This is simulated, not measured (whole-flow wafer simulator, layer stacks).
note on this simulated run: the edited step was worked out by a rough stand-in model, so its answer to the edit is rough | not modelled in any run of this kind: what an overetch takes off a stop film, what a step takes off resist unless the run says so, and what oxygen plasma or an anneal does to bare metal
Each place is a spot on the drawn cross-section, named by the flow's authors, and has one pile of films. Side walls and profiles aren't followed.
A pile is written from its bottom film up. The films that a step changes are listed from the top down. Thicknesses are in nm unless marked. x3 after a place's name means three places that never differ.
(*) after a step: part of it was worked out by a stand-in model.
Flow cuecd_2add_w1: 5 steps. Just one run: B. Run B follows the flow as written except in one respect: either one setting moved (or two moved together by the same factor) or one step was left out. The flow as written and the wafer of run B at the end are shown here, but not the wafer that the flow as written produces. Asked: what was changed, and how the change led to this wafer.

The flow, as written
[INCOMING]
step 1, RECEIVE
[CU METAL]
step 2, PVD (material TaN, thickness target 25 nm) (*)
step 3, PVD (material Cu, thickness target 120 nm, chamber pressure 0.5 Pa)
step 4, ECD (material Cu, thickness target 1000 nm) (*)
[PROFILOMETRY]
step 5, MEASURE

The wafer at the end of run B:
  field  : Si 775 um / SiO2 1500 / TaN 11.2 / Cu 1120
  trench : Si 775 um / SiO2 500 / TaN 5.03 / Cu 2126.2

Cause: step 2, PVD: thickness target 11.2 nm was run, though the flow has thickness target 25 nm.
The wafer lets one read it off: field has TaN 11.2, and step 2 as written asks for 25 nm.

How this came from the change, step by step:
  step 2, PVD (material TaN, thickness target 25 nm) (*)
      field: TaN gains 11.2 (new film) (in the flow as written it would be: TaN gains 25 (new film))
      trench: TaN gains 5.03 (new film) (in the flow as written it would be: TaN gains 11.2 (new film))
